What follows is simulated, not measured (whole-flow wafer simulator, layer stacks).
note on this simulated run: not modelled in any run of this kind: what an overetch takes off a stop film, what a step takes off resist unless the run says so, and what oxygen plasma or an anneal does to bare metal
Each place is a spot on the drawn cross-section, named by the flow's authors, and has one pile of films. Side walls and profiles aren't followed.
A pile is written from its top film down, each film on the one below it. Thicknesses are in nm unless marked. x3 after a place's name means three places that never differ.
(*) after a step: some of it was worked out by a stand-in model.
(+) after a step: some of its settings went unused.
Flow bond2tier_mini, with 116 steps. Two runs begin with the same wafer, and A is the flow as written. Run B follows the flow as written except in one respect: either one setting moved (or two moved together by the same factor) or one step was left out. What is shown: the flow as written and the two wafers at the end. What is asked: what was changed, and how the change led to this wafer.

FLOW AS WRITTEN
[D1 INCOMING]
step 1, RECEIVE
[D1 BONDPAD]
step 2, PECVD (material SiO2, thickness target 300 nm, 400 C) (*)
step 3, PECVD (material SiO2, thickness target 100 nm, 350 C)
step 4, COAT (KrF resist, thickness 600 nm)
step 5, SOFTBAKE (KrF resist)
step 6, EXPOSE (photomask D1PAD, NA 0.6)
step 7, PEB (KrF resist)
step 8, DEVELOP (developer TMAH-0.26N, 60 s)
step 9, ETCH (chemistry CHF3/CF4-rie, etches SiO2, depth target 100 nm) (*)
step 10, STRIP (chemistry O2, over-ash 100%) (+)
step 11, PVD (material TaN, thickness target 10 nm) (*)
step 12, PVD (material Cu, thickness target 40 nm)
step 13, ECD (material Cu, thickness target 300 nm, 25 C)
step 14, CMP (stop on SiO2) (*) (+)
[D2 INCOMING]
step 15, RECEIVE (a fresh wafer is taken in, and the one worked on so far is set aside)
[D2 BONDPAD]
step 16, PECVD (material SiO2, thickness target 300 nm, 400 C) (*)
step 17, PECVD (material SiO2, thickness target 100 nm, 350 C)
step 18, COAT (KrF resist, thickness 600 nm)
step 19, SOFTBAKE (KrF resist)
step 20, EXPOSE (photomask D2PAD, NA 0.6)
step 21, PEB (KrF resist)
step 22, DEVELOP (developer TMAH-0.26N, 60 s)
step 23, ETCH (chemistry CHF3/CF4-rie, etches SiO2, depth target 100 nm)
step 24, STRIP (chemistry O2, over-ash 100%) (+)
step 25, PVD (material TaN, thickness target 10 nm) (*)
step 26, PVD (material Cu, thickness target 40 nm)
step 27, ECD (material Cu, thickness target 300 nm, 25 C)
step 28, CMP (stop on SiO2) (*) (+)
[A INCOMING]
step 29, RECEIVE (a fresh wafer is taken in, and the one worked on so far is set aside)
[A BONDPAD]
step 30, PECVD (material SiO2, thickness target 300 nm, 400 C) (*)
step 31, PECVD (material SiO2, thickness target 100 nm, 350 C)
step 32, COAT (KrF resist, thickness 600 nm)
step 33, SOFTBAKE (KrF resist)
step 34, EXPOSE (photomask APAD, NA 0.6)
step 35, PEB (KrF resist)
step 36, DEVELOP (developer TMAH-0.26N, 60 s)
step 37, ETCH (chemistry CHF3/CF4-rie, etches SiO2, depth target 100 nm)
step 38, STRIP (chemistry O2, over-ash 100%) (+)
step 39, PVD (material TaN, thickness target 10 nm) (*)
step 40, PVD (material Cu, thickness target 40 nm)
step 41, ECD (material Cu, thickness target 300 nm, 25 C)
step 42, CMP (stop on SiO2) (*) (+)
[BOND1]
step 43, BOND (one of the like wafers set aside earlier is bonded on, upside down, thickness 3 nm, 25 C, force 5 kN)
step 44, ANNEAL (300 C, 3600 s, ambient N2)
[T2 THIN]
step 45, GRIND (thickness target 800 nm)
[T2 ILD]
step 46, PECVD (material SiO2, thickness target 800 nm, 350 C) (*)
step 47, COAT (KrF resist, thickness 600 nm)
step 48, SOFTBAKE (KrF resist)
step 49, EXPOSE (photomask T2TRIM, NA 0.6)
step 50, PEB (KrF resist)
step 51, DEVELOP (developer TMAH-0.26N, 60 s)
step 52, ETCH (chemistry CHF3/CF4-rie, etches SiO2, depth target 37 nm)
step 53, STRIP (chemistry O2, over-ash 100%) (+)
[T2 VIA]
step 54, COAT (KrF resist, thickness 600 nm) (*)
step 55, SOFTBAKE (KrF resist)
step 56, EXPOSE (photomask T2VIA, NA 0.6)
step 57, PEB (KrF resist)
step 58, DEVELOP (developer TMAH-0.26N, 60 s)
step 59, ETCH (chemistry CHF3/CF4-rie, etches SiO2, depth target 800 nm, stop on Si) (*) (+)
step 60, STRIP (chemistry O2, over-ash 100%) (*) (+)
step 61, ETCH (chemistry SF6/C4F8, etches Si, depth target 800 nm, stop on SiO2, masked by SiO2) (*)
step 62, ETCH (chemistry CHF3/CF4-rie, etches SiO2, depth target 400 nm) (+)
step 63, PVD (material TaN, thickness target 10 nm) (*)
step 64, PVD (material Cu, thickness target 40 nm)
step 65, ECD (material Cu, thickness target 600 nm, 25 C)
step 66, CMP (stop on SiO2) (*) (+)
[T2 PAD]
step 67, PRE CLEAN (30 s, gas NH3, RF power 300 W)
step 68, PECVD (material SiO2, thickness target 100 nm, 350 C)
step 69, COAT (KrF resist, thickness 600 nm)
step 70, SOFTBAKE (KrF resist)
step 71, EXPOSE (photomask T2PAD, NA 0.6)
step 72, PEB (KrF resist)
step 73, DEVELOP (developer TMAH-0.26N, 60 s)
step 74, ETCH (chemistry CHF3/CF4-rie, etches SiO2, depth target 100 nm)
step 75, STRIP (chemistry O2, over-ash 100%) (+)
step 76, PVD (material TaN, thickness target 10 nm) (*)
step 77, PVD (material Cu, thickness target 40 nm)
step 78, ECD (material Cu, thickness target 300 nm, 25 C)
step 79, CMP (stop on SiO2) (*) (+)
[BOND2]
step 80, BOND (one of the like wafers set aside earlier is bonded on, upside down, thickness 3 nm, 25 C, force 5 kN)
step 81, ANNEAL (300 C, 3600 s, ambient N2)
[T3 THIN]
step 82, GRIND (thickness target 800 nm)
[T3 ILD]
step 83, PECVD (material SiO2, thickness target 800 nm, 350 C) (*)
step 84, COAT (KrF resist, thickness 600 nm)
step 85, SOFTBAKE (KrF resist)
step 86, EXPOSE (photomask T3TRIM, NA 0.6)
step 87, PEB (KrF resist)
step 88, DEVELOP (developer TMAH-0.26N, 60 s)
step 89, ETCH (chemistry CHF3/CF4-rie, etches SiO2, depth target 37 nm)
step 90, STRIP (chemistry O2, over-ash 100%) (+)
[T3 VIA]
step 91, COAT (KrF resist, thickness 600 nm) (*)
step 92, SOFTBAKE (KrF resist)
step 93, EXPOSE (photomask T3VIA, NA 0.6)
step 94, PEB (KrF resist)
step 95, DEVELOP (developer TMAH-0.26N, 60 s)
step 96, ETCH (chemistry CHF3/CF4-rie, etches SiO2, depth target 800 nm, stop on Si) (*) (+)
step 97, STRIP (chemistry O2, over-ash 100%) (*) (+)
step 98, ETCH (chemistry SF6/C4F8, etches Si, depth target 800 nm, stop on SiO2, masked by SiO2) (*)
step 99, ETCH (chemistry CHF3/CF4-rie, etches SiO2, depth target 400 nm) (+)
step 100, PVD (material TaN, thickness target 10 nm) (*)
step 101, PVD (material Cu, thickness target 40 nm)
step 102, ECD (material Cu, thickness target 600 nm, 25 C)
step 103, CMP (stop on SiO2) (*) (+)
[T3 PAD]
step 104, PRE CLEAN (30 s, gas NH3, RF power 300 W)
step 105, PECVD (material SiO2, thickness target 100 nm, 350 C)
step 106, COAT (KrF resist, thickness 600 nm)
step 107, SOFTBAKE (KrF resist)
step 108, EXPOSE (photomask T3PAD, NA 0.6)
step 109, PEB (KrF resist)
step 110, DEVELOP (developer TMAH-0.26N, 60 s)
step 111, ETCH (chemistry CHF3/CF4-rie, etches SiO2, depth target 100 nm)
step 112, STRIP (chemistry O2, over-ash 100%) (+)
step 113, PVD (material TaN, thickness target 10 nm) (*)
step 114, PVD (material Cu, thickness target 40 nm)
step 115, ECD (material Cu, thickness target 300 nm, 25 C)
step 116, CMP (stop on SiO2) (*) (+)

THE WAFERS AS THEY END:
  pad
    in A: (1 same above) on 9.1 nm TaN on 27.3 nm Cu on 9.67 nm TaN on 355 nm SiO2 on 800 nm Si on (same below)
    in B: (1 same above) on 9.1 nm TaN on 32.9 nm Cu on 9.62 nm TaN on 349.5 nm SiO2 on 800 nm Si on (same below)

The reason: step 89, ETCH: depth target 42.5 nm was run, though the flow has depth target 37 nm.

Step by step, how the change led to this:
  step 89, ETCH (chemistry CHF3/CF4-rie, etches SiO2, depth target 37 nm)
      field: A -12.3 KrF resist | B -14.2 KrF resist
      pad: A -37 SiO2 | B -42.5 SiO2
